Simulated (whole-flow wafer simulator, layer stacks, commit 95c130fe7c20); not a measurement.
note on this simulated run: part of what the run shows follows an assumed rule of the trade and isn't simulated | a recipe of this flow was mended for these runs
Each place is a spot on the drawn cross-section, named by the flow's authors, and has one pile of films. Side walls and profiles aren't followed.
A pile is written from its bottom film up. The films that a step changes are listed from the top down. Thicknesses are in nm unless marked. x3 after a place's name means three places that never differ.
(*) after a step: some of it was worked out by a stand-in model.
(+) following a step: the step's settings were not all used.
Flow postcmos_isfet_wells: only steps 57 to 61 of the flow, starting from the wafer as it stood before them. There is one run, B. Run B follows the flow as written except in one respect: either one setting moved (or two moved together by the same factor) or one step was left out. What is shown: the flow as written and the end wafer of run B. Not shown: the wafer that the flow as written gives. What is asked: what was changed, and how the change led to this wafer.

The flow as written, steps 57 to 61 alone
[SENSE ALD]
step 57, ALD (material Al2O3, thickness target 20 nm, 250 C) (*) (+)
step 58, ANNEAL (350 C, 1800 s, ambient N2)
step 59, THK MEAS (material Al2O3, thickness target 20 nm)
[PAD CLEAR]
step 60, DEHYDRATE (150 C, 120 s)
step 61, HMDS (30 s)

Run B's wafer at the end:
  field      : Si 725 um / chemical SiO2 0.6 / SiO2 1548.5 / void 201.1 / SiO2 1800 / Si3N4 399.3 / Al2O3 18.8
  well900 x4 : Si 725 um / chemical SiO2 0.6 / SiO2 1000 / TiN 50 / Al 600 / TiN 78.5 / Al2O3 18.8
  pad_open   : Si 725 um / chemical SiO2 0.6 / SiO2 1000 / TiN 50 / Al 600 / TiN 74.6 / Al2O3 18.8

Cause: step 57, ALD: 287.5 C was run, while the flow as written has 250 C.

Step by step, how the change led to this:
  step 57, ALD (material Al2O3, thickness target 20 nm, 250 C) (*) (+)
      field, margin x3, well900 x4, pad_open: +18.8 Al2O3 (new film) (as written it would have been: +20 Al2O3 (new film))
